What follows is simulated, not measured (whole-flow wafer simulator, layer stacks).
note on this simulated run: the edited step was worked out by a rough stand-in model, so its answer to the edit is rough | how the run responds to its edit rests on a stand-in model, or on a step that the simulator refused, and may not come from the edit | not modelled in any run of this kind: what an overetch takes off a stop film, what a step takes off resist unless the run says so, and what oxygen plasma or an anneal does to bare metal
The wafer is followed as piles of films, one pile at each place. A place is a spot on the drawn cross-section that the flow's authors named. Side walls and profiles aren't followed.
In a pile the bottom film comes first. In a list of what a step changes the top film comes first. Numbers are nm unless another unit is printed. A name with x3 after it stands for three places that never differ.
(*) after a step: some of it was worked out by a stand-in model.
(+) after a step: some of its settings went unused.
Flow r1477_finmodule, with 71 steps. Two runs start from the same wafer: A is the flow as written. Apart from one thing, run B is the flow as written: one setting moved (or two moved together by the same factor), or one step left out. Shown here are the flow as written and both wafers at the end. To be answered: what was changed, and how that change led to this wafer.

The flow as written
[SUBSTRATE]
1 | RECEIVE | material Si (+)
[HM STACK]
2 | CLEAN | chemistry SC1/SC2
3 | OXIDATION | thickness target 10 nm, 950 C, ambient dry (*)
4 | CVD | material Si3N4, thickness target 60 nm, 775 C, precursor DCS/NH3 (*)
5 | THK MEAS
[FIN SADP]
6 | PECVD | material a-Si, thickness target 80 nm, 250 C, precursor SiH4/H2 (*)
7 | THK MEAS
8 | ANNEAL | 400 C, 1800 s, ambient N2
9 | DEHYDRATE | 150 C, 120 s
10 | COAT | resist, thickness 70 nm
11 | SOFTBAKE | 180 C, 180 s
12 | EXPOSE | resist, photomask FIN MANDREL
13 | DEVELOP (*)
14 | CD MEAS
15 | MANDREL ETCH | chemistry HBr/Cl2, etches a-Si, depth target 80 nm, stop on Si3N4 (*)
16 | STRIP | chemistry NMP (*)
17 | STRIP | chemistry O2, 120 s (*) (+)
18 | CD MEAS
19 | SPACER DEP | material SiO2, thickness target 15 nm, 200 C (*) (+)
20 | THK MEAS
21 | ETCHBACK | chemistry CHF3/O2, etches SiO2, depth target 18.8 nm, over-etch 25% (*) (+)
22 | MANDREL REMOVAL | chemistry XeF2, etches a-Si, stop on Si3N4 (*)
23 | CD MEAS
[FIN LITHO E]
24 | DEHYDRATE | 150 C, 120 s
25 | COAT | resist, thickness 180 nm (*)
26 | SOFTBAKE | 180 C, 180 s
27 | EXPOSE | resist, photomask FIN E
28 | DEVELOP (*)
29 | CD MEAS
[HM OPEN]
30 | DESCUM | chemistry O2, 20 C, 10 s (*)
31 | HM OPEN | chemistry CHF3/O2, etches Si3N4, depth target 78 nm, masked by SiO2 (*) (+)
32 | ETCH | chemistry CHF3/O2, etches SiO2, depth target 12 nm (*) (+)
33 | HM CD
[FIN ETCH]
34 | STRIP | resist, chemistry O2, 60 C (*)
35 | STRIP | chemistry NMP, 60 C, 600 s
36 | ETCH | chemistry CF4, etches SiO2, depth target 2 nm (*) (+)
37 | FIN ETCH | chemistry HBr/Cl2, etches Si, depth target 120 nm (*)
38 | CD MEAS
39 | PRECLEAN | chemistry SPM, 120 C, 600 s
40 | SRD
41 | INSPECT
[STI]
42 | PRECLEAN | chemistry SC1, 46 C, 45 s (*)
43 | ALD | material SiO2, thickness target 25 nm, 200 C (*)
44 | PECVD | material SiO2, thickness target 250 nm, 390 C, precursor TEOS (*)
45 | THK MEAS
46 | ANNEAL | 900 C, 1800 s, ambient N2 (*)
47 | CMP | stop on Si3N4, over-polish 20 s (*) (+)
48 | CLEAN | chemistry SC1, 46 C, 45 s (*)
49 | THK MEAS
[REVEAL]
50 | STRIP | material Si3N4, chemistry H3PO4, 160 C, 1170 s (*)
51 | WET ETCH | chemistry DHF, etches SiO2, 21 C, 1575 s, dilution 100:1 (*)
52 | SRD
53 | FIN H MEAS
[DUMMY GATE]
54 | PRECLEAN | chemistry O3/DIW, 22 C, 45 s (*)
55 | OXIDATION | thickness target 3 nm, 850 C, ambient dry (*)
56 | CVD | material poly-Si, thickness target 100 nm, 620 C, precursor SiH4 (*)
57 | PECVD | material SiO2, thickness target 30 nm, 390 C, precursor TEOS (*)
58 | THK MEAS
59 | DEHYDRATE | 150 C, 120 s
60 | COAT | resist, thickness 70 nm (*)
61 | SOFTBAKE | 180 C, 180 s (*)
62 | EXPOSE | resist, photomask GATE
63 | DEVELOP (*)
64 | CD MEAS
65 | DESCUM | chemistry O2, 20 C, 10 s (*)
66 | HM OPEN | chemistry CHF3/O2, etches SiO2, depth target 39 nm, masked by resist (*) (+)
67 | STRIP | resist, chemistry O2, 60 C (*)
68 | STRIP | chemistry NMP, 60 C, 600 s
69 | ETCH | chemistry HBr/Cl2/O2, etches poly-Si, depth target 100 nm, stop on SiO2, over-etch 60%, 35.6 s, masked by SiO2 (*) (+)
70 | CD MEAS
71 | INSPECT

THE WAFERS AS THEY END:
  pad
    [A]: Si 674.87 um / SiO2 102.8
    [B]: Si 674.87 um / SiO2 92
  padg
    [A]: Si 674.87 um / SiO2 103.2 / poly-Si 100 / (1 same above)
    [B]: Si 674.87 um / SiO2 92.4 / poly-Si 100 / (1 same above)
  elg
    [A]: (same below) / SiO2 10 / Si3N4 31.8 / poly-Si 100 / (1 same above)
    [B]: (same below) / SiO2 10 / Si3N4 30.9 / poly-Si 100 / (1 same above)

What caused this: step 6, PECVD: thickness target 60 nm was run, while the flow as written has thickness target 80 nm.

The path from the change to this, step by step:
  6 | PECVD | material a-Si, thickness target 80 nm, 250 C, precursor SiH4/H2 (*)
      pad, padg, elg and 33 more: A +80 a-Si (new film) | B +60 a-Si (new film)
  15 | MANDREL ETCH | chemistry HBr/Cl2, etches a-Si, depth target 80 nm, stop on Si3N4 (*)
      pad, padg, elg and 27 more: A -80 a-Si (all of it) | B -60 a-Si (all of it)
  21 | ETCHBACK | chemistry CHF3/O2, etches SiO2, depth target 18.8 nm, over-etch 25% (*) (+)
      s40sg_line, s45sg_line, s50sg_line, s40so_line, s45so_line, s50so_line: A +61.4 SiO2 | B +41.4 SiO2
  22 | MANDREL REMOVAL | chemistry XeF2, etches a-Si, stop on Si3N4 (*)
      s40cg, s45cg, s50cg, s40co, s45co, s50co: A -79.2 a-Si (all of it) | B -59.2 a-Si (all of it)
  25 | COAT | resist, thickness 180 nm (*)
      s40cg, s40co: A +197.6 resist (new film) | B +192.6 resist (new film)
      s40sg, s40so: A +201.2 resist (new film) | B +196.2 resist (new film)
      (as well as at 14 more places)
  28 | DEVELOP (*)
      s40cg, s40co: A -197.6 resist (all of it) | B -192.6 resist (all of it)
      s40sg, s40so: A -201.2 resist (all of it) | B -196.2 resist (all of it)
      (as well as at 14 more places)
  37 | FIN ETCH | chemistry HBr/Cl2, etches Si, depth target 120 nm (*)
      s40sg_line, s45sg_line, s50sg_line, s40so_line, s45so_line, s50so_line: A -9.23 SiO2 | B -3.4 SiO2 (all of it), -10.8 Si3N4
  43 | ALD | material SiO2, thickness target 25 nm, 200 C (*)
      s40sg_line, s45sg_line, s50sg_line, s40so_line, s45so_line, s50so_line: A +25 SiO2 | B +25 SiO2 (new film)
      s40cg, s45cg, s50cg, s40co, s45co, s50co: A +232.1 SiO2 (new film) | B +207.1 SiO2 (new film)
  47 | CMP | stop on Si3N4, over-polish 20 s (*) (+)
      pad, padg, e40sg and 11 more: A -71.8 SiO2 | B -82.6 SiO2
      elg, esg, e40lg and 6 more: A -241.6 SiO2 | B -252.4 SiO2
      (as well as at 13 more places)
  50 | STRIP | material Si3N4, chemistry H3PO4, 160 C, 1170 s (*)
      s40sg_line, s45sg_line, s50sg_line, s40so_line, s45so_line, s50so_line: A -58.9 Si3N4 (all of it), -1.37 SiO2 | B -48.1 Si3N4 (all of it), -1.7 SiO2
  51 | WET ETCH | chemistry DHF, etches SiO2, 21 C, 1575 s, dilution 100:1 (*)
      elg, e40lg, e100lg, e200lg, elo, e40lo, e100lo, e200lo: A -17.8 SiO2 (all of it), -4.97 Si3N4 | B -7.02 SiO2 (all of it), -5.85 Si3N4
  56 | CVD | material poly-Si, thickness target 100 nm, 620 C, precursor SiH4 (*)
      s40cg, s40co: A +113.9 poly-Si (new film) | B +126.8 poly-Si (new film)
      s45cg, s45co: A +113.4 poly-Si (new film) | B +126.8 poly-Si (new film)
      (as well as at 3 more places)
  60 | COAT | resist, thickness 70 nm (*)
      e40sg, eso, e40so: A +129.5 resist (new film) | B +138.9 resist (new film)
      e100sg, e100so: A +129.4 resist (new film) | B +138.9 resist (new film)
      (as well as at 14 more places)
  63 | DEVELOP (*)
      eso, e40so: A -129.5 resist (all of it) | B -138.9 resist (all of it)
      e100so: A -129.4 resist (all of it) | B -138.9 resist (all of it)
      (as well as at 7 more places)
  67 | STRIP | resist, chemistry O2, 60 C (*)
      e40sg: A -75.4 resist (all of it) | B -84.8 resist (all of it)
      e100sg: A -75.3 resist (all of it) | B -84.7 resist (all of it)
      (as well as at 8 more places)
  69 | ETCH | chemistry HBr/Cl2/O2, etches poly-Si, depth target 100 nm, stop on SiO2, over-etch 60%, 35.6 s, masked by SiO2 (*) (+)
      s40co: A -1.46 chemical SiO2 (all of it), -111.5 poly-Si (all of it), -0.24 SiO2 | B -1.5 chemical SiO2 (all of it), -124.3 poly-Si (all of it), -0.18 SiO2
      s45co: A -1.46 chemical SiO2 (all of it), -110.9 poly-Si (all of it), -0.25 SiO2 | B -1.5 chemical SiO2 (all of it), -124.3 poly-Si (all of it), -0.18 SiO2
      (as well as at 1 more place)
